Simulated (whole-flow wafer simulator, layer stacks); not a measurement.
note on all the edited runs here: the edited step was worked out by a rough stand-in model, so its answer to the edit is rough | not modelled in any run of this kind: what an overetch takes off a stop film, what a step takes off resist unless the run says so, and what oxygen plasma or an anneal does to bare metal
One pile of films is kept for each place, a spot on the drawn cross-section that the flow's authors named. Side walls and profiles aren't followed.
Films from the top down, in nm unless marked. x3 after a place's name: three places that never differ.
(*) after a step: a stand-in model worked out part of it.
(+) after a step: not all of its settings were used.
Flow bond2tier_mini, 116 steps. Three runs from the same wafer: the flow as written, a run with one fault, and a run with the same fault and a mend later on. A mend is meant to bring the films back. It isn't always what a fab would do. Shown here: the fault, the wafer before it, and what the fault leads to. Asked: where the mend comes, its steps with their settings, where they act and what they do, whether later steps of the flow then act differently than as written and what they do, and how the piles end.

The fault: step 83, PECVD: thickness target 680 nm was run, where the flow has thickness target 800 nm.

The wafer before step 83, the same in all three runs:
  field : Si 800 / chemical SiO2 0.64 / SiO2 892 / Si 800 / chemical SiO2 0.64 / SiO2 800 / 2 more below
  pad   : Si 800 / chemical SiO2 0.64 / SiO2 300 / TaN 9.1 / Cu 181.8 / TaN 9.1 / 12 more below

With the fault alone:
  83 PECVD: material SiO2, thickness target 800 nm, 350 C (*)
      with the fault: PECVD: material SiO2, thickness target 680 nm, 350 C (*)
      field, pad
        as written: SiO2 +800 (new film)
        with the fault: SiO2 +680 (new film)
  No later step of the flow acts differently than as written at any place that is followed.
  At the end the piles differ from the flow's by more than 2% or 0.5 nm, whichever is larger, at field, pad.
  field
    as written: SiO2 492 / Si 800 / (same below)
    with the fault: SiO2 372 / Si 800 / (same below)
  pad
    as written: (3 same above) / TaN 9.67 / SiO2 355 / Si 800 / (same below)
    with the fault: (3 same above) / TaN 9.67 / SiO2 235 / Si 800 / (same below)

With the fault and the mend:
  The mend comes after step 88.
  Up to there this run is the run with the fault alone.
  88a STRIP: chemistry O2, over-ash 100% (+)
      field
        KrF resist -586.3 (all of it)
  88b PECVD: material SiO2, thickness target 120 nm, 350 C (the flow's step 83 once more, with other settings)
      field, pad
        SiO2 +120
  88c COAT: KrF resist, thickness 600 nm (the flow's step 84 once more)
      field, pad
        KrF resist +600 (new film)
  88d SOFTBAKE: KrF resist (the flow's step 85 once more)
      changes no film at any place that is followed
  88e EXPOSE: photomask T3TRIM, NA 0.6 (the flow's step 86 once more)
      changes no film at any place that is followed
  88f PEB: KrF resist (the flow's step 87 once more)
      changes no film at any place that is followed
  88g DEVELOP: developer TMAH-0.26N, 60 s (the flow's step 88 once more)
      field
        KrF resist -13.7
      pad
        KrF resist -600 (all of it)
  No later step of the flow acts differently than as written at any place that is followed.
  At the end the piles are the same as the flow's at every place that both follow.
